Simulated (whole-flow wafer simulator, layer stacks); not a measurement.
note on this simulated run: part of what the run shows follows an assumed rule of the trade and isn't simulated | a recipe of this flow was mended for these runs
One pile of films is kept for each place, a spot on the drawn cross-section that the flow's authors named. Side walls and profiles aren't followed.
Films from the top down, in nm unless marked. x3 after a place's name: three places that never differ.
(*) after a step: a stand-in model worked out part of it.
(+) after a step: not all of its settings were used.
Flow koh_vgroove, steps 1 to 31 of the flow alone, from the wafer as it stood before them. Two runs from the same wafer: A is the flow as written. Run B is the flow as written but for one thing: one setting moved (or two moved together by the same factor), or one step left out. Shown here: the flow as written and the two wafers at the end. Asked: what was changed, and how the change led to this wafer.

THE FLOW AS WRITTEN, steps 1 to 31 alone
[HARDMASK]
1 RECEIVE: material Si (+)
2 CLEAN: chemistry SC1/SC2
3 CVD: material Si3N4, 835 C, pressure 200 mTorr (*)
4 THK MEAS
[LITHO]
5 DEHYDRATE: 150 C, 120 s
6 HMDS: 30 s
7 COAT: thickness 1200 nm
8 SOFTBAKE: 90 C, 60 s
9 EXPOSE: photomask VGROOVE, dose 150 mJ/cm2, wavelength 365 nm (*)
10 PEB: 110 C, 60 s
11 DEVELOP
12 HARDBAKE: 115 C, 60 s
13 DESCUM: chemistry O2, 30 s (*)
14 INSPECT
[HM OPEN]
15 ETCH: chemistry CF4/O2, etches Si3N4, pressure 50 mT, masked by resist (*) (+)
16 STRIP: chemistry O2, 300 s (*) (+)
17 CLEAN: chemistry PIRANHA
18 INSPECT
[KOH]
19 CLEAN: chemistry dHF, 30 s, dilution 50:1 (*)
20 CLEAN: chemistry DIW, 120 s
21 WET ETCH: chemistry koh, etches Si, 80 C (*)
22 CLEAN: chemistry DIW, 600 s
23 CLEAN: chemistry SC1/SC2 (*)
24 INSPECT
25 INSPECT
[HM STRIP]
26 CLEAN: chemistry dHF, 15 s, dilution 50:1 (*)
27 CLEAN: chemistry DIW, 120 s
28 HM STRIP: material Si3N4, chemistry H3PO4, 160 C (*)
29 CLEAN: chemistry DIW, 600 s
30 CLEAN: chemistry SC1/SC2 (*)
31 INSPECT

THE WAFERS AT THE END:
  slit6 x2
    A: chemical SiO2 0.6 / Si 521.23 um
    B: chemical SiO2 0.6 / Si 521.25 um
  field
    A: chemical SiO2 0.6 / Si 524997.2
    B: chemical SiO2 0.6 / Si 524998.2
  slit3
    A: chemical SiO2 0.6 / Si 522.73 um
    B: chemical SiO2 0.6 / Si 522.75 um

The cause: step 3, CVD: pressure 248 mTorr was run, where the flow has pressure 200 mTorr.

How the change led to this, step by step:
  3 CVD: material Si3N4, 835 C, pressure 200 mTorr (*)
      field, slit3, slit2, slit6 x2: A Si3N4 +200 (new film) | B Si3N4 +219.6 (new film)
  15 ETCH: chemistry CF4/O2, etches Si3N4, pressure 50 mT, masked by resist (*) (+)
      slit3, slit2, slit6 x2: A Si3N4 -200 (all of it), chemical SiO2 -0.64 (all of it), Si -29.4 | B Si3N4 -219.6 (all of it), chemical SiO2 -0.64 (all of it), Si -9.78
  28 HM STRIP: material Si3N4, chemistry H3PO4, 160 C (*)
      field: A Si3N4 -198.7 (all of it), chemical SiO2 -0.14, Si -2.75 | B Si3N4 -218.3 (all of it), chemical SiO2 -0.14, Si -1.77
